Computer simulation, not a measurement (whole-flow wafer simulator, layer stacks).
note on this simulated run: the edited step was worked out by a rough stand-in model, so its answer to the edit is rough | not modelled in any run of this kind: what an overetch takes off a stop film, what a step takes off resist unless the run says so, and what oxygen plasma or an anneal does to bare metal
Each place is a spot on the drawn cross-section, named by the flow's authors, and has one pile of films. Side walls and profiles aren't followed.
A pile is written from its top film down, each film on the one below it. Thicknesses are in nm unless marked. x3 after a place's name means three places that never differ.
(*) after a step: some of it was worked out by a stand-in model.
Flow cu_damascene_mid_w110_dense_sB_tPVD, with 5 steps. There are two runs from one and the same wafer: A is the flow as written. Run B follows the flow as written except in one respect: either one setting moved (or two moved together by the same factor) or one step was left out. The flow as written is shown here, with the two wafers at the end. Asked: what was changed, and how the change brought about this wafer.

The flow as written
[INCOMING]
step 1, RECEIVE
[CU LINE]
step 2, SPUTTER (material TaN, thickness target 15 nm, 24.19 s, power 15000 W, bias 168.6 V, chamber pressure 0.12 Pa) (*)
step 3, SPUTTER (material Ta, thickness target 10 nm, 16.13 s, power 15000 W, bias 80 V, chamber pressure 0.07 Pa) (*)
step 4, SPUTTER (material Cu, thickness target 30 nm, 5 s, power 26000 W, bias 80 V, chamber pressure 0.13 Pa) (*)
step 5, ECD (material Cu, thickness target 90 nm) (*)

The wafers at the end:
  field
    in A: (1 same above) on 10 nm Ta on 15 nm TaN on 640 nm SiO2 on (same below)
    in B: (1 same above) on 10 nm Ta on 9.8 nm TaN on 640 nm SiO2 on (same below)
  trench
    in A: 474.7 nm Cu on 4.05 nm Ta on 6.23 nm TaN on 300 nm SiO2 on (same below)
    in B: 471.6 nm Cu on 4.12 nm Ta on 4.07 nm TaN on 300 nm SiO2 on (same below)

The reason: step 2, SPUTTER: thickness target 9.8 nm was run, while the flow as written has thickness target 15 nm.
One can read it off the wafer: field has TaN 9.8, and step 2 as written asks for 15 nm.

Step by step, how the change led to this:
  step 2, SPUTTER (material TaN, thickness target 15 nm, 24.19 s, power 15000 W, bias 168.6 V, chamber pressure 0.12 Pa) (*)
      field: A +15 TaN (new film) | B +9.8 TaN (new film)
      trench: A +6.23 TaN (new film) | B +4.07 TaN (new film)
